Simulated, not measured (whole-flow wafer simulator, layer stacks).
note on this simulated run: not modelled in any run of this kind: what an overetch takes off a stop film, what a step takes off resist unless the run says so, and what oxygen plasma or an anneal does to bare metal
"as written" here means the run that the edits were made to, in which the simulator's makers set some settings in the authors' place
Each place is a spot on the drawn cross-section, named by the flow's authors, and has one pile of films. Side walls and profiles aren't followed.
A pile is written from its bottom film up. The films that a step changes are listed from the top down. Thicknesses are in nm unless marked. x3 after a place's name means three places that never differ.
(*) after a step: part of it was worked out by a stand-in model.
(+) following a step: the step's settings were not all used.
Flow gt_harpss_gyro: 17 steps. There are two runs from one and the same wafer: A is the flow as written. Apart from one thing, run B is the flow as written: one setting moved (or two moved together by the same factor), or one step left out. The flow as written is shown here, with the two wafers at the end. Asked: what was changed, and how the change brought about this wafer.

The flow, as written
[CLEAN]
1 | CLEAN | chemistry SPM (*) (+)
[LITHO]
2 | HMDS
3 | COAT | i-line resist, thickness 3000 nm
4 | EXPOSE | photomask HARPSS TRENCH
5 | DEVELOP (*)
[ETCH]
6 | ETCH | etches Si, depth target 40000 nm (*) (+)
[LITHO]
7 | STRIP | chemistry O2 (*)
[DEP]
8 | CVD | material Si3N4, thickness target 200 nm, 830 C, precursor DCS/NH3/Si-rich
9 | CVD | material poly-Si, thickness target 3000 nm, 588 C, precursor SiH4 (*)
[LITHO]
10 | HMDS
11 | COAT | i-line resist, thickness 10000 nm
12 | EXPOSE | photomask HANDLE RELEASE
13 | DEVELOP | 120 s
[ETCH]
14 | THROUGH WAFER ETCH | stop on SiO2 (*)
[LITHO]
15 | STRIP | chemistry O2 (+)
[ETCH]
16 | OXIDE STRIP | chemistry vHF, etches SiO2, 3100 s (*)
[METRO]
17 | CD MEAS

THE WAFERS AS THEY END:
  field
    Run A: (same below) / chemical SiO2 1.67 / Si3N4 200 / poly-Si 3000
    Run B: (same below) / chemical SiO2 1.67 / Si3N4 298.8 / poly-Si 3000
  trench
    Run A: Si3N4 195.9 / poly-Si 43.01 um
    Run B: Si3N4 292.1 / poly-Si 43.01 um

Cause: step 8, CVD: thickness target 298.8 nm was run, while the flow as written has thickness target 200 nm.
One can read it off the wafer: field has Si3N4 298.8, and step 8 as written asks for 200 nm.

How this came from the change, step by step:
  8 | CVD | material Si3N4, thickness target 200 nm, 830 C, precursor DCS/NH3/Si-rich
      field: A +200 Si3N4 (new film) | B +298.8 Si3N4 (new film)
      trench: A +195.9 Si3N4 (new film) | B +292.1 Si3N4 (new film)
